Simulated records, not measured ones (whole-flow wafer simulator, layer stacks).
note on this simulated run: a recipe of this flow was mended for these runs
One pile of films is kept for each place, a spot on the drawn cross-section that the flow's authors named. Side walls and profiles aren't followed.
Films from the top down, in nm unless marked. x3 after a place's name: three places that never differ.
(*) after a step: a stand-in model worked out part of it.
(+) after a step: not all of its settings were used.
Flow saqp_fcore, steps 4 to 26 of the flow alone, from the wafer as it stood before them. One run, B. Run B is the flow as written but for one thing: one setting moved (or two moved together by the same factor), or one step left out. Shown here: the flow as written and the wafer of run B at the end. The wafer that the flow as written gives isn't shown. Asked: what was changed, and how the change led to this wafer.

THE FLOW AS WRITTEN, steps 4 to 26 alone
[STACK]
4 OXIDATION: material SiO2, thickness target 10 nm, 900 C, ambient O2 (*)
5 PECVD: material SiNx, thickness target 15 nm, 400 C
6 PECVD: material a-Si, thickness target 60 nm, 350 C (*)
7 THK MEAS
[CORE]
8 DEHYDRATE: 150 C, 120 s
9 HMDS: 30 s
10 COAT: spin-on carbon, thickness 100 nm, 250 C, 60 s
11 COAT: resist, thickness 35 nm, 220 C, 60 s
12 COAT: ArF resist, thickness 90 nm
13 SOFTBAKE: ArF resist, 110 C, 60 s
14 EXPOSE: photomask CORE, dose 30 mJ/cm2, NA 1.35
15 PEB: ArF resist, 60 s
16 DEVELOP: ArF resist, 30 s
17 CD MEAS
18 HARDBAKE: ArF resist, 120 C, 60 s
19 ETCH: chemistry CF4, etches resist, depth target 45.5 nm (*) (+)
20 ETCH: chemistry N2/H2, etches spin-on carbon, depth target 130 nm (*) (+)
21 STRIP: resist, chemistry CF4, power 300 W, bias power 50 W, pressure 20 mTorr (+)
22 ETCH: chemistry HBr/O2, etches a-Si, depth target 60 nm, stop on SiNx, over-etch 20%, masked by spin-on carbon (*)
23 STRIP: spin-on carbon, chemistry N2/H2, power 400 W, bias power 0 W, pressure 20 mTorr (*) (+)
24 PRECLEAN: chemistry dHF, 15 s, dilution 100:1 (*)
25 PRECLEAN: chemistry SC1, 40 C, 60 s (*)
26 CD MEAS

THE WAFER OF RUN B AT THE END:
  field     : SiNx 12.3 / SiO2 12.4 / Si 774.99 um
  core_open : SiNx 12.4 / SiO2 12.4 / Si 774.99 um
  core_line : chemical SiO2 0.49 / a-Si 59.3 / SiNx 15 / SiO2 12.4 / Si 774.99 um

The cause: step 4, OXIDATION: thickness target 12.4 nm was run, where the flow has thickness target 10 nm.
It can be read off the wafer: field has SiO2 12.4, and step 4 as written asks for 10 nm.

How the change led to this, step by step:
  4 OXIDATION: material SiO2, thickness target 10 nm, 900 C, ambient O2 (*)
      field, core_open, core_line: SiO2 +12.4 (new film), chemical SiO2 -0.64 (all of it), Si -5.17 (as written it would be: SiO2 +10 (new film), chemical SiO2 -0.64 (all of it), Si -4.12)
